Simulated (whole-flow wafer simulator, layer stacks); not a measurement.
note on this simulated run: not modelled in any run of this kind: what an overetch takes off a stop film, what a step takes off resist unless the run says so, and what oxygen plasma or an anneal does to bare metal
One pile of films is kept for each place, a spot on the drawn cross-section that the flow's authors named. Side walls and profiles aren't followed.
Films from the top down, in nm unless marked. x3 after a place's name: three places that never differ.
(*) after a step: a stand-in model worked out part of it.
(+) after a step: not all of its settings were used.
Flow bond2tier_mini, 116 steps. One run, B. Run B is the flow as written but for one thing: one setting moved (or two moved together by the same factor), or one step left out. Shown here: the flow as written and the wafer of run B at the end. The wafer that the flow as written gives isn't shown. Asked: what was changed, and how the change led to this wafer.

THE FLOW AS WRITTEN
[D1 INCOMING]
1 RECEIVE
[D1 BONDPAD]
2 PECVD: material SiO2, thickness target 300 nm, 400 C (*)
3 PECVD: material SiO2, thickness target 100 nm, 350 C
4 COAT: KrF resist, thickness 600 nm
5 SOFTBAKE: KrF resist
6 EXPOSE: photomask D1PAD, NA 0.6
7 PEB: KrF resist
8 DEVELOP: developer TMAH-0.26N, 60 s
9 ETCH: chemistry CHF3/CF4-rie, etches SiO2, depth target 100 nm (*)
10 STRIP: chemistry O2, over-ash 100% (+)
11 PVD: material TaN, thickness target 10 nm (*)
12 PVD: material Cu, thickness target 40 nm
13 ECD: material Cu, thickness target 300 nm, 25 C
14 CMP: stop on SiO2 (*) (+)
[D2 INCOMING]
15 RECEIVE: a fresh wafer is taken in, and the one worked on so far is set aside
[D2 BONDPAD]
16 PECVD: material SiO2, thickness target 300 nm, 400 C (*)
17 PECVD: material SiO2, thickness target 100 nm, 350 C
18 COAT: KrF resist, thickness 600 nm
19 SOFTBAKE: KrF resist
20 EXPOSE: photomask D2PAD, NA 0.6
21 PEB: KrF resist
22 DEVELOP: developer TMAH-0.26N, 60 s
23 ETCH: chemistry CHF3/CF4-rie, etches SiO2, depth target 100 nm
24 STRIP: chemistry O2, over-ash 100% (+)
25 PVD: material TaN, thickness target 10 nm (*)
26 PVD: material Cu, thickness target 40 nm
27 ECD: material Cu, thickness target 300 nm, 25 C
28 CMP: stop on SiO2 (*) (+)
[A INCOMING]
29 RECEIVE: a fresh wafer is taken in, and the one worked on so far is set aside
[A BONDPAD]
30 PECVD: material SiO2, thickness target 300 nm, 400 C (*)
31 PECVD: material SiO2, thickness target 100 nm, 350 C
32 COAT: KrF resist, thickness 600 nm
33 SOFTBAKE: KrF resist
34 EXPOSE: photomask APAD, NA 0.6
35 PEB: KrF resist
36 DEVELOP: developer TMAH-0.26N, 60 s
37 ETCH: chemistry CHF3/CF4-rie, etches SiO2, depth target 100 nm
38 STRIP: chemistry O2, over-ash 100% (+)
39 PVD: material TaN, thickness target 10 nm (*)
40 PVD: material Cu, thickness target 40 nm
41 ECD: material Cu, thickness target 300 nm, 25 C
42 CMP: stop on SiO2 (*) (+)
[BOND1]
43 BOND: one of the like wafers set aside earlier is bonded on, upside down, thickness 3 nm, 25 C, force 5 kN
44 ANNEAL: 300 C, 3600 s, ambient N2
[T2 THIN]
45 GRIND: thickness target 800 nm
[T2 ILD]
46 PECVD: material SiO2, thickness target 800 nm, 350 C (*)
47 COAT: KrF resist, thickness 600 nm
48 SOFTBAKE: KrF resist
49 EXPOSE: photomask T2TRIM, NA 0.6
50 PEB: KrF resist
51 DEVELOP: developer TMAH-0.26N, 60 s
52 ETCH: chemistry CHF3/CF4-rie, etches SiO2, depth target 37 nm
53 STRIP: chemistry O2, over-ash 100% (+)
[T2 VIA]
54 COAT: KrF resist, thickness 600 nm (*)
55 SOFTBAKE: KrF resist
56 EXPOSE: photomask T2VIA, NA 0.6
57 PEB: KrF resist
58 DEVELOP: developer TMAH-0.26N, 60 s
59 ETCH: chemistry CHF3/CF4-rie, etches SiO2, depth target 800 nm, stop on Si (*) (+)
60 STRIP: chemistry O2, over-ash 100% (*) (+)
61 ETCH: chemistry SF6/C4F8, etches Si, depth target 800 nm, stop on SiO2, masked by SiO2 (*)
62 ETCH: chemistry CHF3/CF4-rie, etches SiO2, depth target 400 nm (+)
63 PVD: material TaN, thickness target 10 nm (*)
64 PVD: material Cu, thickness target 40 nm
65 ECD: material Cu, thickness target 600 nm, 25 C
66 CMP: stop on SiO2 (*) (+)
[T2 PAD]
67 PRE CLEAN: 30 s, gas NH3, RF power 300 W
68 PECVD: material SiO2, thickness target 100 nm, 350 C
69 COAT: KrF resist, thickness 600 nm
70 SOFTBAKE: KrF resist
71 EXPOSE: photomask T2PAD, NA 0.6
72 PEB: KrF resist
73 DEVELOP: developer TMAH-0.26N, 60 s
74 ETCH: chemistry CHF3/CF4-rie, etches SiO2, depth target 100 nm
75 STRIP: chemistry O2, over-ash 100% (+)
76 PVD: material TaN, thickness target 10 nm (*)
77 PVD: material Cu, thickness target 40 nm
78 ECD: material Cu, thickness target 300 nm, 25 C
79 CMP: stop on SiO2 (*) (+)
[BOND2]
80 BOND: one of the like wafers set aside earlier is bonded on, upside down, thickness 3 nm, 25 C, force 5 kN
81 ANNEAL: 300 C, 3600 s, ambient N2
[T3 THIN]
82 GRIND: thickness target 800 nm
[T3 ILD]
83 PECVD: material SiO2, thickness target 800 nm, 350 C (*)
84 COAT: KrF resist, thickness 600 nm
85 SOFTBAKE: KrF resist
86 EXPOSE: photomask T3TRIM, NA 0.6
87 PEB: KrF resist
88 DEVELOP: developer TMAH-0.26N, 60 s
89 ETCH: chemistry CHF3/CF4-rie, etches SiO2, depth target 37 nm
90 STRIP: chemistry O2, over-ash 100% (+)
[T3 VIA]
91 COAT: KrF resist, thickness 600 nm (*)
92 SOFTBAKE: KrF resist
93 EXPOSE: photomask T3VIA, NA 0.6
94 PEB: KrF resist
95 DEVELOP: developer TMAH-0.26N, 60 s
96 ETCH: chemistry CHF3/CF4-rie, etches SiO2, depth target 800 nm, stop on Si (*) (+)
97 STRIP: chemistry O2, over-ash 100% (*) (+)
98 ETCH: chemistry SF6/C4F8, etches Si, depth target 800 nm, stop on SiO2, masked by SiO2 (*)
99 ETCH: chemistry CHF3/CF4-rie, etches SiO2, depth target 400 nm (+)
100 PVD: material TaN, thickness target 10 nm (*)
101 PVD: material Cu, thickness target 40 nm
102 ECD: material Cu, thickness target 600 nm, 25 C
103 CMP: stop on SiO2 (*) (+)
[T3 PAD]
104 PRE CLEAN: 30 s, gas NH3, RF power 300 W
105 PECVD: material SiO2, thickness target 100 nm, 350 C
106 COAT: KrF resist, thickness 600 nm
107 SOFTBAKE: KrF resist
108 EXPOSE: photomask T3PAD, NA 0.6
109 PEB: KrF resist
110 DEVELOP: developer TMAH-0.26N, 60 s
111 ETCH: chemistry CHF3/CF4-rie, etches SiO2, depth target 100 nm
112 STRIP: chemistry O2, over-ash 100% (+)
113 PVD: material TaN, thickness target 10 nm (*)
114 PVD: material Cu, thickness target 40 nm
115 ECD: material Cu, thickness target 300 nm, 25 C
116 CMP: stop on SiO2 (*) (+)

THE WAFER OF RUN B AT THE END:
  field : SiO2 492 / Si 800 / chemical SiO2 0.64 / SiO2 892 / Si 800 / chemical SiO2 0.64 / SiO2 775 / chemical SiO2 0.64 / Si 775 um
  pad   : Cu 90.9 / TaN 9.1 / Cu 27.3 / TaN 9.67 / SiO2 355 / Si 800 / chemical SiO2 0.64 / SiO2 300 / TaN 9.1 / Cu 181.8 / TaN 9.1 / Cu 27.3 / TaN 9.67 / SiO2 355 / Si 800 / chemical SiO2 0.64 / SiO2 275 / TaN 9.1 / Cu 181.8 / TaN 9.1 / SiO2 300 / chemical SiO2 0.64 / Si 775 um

The cause: step 3, PECVD: thickness target 75 nm was run, where the flow has thickness target 100 nm.

How the change led to this, step by step:
  3 PECVD: material SiO2, thickness target 100 nm, 350 C
      field, pad, via: SiO2 +75 (as written it would be: SiO2 +100)
  43 BOND: one of the like wafers set aside earlier is bonded on, upside down, thickness 3 nm, 25 C, force 5 kN
      field: Si +775 um (new film), chemical SiO2 +0.64 (new film), SiO2 +375 (as written it would be: Si +775 um (new film), chemical SiO2 +0.64 (new film), SiO2 +400)
      pad: Si +775 um (new film), chemical SiO2 +0.64 (new film), SiO2 +275 (new film), TaN +9.1 (new film), Cu +90.9 (as written it would be: Si +775 um (new film), chemical SiO2 +0.64 (new film), SiO2 +300 (new film), TaN +9.1 (new film), Cu +90.9)
      (and at 1 more place)
